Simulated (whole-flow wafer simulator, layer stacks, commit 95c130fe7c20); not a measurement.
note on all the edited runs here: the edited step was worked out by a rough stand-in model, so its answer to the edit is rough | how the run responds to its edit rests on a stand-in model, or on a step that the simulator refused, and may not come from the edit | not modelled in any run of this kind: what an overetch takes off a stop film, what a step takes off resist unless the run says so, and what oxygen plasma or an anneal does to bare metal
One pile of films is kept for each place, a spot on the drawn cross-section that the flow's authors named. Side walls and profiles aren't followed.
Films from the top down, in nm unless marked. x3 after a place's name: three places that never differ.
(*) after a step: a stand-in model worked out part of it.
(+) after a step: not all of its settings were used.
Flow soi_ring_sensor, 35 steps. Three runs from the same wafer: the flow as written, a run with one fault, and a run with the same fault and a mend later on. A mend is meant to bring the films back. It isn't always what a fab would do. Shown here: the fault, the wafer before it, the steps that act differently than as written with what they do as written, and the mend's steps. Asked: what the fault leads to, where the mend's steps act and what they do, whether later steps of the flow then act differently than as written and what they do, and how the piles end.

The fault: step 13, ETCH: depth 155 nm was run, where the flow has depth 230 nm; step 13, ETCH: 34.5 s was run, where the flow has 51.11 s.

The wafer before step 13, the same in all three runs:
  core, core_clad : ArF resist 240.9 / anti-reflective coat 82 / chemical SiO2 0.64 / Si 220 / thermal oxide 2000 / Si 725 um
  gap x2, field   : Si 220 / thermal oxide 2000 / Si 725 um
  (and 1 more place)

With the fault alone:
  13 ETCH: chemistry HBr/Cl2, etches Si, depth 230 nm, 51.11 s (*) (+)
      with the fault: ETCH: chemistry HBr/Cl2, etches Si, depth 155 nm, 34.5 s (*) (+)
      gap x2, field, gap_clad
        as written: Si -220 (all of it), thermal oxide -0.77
        with the fault: Si -155
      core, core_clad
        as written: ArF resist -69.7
        with the fault: ArF resist -47
  Later steps of the flow that act differently than as written (1 more step differs only slightly, by at most 2% or 0.5 nm, whichever is larger, and isn't shown):
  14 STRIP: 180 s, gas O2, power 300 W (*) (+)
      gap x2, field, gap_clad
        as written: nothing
        with the fault: chemical SiO2 +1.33 (new film), Si -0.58
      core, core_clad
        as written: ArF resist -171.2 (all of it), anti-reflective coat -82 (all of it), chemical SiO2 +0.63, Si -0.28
        with the fault: ArF resist -193.8 (all of it), anti-reflective coat -82 (all of it), chemical SiO2 +0.62, Si -0.27
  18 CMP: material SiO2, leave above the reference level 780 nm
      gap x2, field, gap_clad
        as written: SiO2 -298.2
        with the fault: SiO2 -364.8
  At the end the piles differ from the flow's by more than 2% or 0.5 nm, whichever is larger, at field.
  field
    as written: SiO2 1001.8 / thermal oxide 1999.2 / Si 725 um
    with the fault: SiO2 935.2 / chemical SiO2 1.33 / Si 64.4 / thermal oxide 2000 / Si 725 um

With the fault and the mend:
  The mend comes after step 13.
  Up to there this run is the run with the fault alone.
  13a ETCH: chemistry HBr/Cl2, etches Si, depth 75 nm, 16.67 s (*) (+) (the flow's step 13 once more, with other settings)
      gap x2, field, gap_clad
        Si -65 (all of it), thermal oxide -0.77
      core, core_clad
        ArF resist -22.7
  No later step of the flow acts differently than as written, at any place that is followed, by more than 2% or 0.5 nm, whichever is larger.
  At the end the piles are the same as the flow's at every place that both follow.
